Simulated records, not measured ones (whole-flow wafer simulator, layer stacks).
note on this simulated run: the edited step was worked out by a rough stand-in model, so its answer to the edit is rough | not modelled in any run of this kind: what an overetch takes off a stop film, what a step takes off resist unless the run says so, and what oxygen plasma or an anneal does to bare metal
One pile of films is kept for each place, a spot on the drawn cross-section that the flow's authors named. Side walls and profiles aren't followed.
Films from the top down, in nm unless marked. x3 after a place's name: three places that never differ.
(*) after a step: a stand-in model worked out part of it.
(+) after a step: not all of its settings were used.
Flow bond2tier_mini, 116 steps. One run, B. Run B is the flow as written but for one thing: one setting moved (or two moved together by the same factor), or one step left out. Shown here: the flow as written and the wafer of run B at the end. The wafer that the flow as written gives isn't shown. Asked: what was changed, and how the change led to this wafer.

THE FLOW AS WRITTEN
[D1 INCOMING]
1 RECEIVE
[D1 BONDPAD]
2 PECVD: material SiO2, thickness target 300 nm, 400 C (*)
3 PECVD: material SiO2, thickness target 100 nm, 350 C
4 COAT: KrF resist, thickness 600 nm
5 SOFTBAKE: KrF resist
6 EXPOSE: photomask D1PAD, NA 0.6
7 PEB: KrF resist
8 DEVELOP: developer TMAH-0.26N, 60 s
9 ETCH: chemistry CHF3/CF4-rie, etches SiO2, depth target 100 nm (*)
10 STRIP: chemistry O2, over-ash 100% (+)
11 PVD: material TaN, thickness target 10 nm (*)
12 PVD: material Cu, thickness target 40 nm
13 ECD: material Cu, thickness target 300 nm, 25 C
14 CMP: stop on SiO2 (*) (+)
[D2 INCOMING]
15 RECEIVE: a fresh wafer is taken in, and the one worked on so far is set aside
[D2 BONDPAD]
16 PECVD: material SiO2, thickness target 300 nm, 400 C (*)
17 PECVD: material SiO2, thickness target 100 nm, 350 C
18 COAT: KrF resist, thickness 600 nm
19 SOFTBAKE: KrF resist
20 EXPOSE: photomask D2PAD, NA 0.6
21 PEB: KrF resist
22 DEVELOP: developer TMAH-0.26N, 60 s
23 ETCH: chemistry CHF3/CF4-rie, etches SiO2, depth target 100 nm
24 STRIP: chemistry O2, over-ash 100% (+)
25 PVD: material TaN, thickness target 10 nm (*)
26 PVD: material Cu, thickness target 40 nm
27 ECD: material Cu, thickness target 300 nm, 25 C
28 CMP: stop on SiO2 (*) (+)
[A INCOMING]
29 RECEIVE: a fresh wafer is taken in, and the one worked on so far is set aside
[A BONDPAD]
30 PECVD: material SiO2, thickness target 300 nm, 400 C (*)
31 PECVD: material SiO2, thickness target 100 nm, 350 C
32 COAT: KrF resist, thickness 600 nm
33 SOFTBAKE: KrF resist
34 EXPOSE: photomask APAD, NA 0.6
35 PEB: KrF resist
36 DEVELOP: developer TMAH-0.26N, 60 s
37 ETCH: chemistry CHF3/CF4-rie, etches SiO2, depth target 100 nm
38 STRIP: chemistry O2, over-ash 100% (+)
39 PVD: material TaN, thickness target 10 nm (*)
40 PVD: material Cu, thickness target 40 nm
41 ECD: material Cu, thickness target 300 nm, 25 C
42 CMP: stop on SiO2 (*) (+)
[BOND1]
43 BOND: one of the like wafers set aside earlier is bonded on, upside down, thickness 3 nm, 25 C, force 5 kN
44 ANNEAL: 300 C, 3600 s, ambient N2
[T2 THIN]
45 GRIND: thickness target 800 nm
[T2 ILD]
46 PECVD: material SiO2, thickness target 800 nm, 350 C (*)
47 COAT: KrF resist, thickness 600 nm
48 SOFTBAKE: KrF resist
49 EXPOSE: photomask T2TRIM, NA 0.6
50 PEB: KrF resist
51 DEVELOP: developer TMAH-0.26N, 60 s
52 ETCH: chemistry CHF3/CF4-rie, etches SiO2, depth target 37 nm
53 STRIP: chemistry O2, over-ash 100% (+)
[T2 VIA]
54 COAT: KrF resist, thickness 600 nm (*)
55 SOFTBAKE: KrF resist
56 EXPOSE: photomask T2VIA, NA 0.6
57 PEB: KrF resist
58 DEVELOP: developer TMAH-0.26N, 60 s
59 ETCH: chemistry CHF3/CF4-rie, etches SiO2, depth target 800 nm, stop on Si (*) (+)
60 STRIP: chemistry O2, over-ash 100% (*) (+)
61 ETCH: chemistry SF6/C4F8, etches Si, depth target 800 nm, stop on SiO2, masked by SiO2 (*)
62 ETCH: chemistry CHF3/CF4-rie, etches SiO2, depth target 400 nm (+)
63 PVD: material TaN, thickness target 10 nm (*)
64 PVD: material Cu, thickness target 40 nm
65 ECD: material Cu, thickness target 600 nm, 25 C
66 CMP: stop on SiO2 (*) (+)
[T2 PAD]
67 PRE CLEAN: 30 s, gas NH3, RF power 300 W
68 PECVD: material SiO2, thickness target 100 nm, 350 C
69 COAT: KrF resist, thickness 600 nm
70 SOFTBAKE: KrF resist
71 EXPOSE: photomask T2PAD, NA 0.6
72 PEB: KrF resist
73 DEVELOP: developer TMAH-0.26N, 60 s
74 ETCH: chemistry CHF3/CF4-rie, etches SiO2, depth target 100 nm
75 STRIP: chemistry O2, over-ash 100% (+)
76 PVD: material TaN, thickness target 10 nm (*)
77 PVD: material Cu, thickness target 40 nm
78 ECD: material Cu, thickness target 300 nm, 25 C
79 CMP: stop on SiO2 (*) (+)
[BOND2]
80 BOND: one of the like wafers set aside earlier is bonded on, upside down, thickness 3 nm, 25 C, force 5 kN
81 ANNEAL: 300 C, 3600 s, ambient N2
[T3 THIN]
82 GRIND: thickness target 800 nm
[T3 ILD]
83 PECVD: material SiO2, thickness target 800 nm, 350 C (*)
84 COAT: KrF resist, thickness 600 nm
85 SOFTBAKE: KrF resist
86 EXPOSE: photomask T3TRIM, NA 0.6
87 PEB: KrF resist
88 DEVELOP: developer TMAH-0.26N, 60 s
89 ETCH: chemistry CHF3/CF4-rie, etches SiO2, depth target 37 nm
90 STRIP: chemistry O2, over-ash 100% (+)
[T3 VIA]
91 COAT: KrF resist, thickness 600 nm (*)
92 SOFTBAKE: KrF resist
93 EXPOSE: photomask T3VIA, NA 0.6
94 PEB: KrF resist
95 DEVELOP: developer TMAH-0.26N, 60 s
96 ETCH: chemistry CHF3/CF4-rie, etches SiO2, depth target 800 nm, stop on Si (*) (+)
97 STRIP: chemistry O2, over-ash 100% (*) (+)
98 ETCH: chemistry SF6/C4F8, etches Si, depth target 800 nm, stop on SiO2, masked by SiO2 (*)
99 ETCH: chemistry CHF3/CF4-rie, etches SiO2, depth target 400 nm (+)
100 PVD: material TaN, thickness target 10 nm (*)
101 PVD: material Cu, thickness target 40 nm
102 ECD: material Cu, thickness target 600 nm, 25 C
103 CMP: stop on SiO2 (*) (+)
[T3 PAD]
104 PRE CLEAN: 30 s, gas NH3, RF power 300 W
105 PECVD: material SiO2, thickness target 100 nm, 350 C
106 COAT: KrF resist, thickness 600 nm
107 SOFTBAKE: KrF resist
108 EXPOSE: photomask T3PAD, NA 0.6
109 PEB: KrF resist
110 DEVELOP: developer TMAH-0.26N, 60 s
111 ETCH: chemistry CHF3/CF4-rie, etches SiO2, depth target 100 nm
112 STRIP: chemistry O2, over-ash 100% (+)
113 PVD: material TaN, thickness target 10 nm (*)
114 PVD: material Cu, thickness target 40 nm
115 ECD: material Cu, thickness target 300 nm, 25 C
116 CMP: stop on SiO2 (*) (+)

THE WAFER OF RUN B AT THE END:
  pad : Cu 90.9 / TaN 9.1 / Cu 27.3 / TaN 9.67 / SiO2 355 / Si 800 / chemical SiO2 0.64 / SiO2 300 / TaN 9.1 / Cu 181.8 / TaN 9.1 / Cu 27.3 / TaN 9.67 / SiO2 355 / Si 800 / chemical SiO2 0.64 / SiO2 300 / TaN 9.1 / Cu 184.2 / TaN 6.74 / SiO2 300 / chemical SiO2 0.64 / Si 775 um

The cause: step 39, PVD: thickness target 7.4 nm was run, where the flow has thickness target 10 nm.

How the change led to this, step by step:
  39 PVD: material TaN, thickness target 10 nm (*)
      field: TaN +7.4 (new film) (as written it would be: TaN +10 (new film))
      pad: TaN +6.74 (new film) (as written it would be: TaN +9.1 (new film))
      (and at 1 more place)
  42 CMP: stop on SiO2 (*) (+)
      field: Cu -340 (all of it), TaN -7.4 (all of it) (as written it would be: Cu -340 (all of it), TaN -10 (all of it))
